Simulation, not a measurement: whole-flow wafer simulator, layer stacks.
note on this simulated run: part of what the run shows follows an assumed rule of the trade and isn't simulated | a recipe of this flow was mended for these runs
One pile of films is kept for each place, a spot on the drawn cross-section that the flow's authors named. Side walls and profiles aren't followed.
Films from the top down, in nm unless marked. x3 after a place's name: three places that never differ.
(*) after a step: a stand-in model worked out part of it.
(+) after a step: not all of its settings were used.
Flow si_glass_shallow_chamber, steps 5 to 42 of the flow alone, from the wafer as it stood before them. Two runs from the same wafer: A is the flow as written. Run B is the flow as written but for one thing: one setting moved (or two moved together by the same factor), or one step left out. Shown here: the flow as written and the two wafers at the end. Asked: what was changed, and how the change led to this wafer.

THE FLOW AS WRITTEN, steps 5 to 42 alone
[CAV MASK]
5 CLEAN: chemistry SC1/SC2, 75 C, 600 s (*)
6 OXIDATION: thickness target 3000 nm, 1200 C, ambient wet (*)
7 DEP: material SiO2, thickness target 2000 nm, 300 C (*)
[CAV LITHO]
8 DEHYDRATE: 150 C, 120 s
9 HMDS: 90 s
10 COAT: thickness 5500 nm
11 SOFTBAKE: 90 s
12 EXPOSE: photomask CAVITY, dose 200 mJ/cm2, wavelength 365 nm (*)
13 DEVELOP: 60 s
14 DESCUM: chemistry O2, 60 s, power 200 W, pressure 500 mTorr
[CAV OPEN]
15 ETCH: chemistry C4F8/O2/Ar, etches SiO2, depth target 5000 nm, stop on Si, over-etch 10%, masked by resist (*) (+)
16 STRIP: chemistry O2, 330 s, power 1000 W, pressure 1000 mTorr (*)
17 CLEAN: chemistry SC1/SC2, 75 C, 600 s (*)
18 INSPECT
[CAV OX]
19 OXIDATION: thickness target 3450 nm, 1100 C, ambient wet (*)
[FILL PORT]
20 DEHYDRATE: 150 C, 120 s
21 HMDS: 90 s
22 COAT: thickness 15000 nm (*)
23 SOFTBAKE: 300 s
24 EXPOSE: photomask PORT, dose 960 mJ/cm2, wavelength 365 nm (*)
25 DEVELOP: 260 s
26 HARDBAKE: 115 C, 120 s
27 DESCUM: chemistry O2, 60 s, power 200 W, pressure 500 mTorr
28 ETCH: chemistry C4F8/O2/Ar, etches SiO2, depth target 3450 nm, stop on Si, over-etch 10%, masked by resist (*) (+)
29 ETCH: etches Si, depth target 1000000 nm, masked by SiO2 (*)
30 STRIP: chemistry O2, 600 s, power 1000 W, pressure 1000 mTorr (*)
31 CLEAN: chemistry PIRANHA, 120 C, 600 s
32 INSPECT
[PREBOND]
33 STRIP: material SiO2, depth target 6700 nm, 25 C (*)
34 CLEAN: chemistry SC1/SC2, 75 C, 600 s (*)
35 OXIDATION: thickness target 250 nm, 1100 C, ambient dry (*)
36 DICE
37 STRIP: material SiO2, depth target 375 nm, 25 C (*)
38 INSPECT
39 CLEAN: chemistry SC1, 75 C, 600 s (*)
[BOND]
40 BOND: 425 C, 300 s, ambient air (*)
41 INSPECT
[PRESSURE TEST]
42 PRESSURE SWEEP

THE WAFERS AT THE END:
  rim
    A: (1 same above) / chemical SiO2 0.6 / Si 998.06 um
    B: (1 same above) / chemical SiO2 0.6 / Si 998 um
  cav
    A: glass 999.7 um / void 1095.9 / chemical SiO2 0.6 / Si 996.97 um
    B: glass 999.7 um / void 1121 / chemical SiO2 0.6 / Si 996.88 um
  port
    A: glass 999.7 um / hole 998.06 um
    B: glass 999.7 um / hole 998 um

The cause: step 7, DEP: thickness target 1280 nm was run, where the flow has thickness target 2000 nm; step 17, CLEAN: 384 s was run, where the flow has 600 s.

How the change led to this, step by step:
  7 DEP: material SiO2, thickness target 2000 nm, 300 C (*)
      rim, ramp, cav, port, septum, ring: A SiO2 +2000 | B SiO2 +1280
  15 ETCH: chemistry C4F8/O2/Ar, etches SiO2, depth target 5000 nm, stop on Si, over-etch 10%, masked by resist (*) (+)
      rim, ramp, septum, ring: A thick-i-line-resist -1100 | B thick-i-line-resist -941.6
      cav, port: A SiO2 -5000 (all of it), Si -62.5 | B SiO2 -4280 (all of it), Si -152.5
  16 STRIP: chemistry O2, 330 s, power 1000 W, pressure 1000 mTorr (*)
      rim, ramp, septum, ring: A thick-i-line-resist -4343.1 (all of it) | B thick-i-line-resist -4501.5 (all of it)
  17 CLEAN: chemistry SC1/SC2, 75 C, 600 s (*)
      rim, ramp, septum, ring: A SiO2 -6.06 | B SiO2 -3.88
      cav, port: A chemical SiO2 -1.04, Si -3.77 | B chemical SiO2 -1.04, Si -2.01
  19 OXIDATION: thickness target 3450 nm, 1100 C, ambient wet (*)
      rim, ramp, septum, ring: A SiO2 +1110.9, Si -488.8 | B SiO2 +1254.5, Si -552
  22 COAT: thickness 15000 nm (*)
      rim: A thick-i-line-resist +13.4 um (new film) | B thick-i-line-resist +13.63 um (new film)
      ramp: A thick-i-line-resist +12.89 um (new film) | B thick-i-line-resist +13.19 um (new film)
      (and at 4 more places)
  23 SOFTBAKE: 300 s
      rim: A thick-i-line-resist -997 | B thick-i-line-resist -843.2
      ramp: A thick-i-line-resist -487.1 | B thick-i-line-resist -406.8
      (and at 4 more places)
  25 DEVELOP: 260 s
      port: A thick-i-line-resist -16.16 um (all of it) | B thick-i-line-resist -15.99 um (all of it)
  26 HARDBAKE: 115 C, 120 s
      rim, ramp: A thick-i-line-resist -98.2 | B thick-i-line-resist -102.8
  29 ETCH: etches Si, depth target 1000000 nm, masked by SiO2 (*)
      rim: A thick-i-line-resist -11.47 um (all of it), SiO2 -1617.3 | B thick-i-line-resist -11.85 um (all of it), SiO2 -1417
      ramp: A thick-i-line-resist -11.47 um (all of it), SiO2 -1617.3 | B thick-i-line-resist -11.85 um (all of it), SiO2 -1417.1
      (and at 3 more places)
  30 STRIP: chemistry O2, 600 s, power 1000 W, pressure 1000 mTorr (*)
      cav: A thick-i-line-resist -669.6 (all of it) | B thick-i-line-resist -502.7 (all of it)
  33 STRIP: material SiO2, depth target 6700 nm, 25 C (*)
      rim, ramp: A SiO2 -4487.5 (all of it) | B SiO2 -4113.6 (all of it)
      septum: A SiO2 -5732.1 (all of it) | B SiO2 -5175.4 (all of it)
      (and at 1 more place)
  40 BOND: 425 C, 300 s, ambient air (*)
      cav: A glass +999.7 um (new film), void +1095.9 (new film) | B glass +999.7 um (new film), void +1121 (new film)
      port: A glass +999.7 um (new film), hole +1017.3 | B glass +999.7 um (new film), hole +1042.3
